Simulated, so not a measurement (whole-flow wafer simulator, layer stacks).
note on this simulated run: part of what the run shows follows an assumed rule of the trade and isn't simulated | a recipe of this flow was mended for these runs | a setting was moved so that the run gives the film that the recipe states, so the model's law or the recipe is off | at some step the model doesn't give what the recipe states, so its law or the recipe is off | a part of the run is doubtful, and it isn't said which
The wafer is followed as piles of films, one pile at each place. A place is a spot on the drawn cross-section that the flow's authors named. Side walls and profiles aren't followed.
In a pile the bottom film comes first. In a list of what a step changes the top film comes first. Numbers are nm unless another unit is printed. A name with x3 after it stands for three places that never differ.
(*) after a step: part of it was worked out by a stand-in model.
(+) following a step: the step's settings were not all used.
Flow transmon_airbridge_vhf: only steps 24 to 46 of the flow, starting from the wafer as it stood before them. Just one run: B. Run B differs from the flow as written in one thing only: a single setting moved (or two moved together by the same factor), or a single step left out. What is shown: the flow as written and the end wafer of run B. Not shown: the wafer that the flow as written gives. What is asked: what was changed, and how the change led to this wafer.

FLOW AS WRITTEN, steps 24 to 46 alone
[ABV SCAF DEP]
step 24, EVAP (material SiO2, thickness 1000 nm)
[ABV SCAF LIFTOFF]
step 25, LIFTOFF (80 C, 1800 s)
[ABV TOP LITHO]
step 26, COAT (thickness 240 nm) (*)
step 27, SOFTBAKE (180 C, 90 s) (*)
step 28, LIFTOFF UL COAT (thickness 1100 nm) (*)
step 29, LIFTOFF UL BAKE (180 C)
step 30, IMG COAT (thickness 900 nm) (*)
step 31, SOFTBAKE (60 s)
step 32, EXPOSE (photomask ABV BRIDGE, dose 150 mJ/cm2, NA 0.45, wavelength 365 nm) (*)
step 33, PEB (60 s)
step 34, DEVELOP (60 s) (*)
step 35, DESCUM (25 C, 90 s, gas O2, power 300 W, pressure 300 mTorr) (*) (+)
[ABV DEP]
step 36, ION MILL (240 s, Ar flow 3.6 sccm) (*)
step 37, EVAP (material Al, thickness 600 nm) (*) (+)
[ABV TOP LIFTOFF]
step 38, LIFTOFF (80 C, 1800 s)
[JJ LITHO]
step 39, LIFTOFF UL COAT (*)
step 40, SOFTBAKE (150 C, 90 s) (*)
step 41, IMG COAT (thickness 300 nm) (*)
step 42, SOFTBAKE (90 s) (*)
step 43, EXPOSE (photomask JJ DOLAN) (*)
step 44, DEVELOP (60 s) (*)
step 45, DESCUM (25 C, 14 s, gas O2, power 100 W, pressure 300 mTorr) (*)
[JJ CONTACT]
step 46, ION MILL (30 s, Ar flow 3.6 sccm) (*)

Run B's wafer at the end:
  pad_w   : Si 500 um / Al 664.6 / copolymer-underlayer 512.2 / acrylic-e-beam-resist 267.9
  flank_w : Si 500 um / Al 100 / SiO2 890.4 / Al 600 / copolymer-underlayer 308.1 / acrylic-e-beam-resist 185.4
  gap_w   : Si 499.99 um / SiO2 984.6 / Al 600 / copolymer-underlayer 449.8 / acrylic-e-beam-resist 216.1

Cause: step 36, ION MILL: 154 s was run, whereas the flow has 240 s.

Step by step, how the change led to this:
  step 36, ION MILL (240 s, Ar flow 3.6 sccm) (*)
      field x3, jj_line, ground_far, trace_open_s x2, margin_s, margin_n: i-line-resist loses 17 (it would be, as written: i-line-resist loses 26.5)
      flank_w, gap_w, cpw_trace, gap_e, flank_e, bridge_strip: SiO2 loses 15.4 (it would be, as written: SiO2 loses 24)
      (and at 2 other places as well)
  step 38, LIFTOFF (80 C, 1800 s)
      margin_s, margin_n: Al loses 600 (all of it), i-line-resist loses 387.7 (all of it), lift-off-underlayer loses 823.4 (all of it), acrylic-e-beam-resist loses 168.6 (all of it) (it would be, as written: Al loses 600 (all of it), i-line-resist loses 378.2 (all of it), lift-off-underlayer loses 823.4 (all of it), acrylic-e-beam-resist loses 168.6 (all of it))
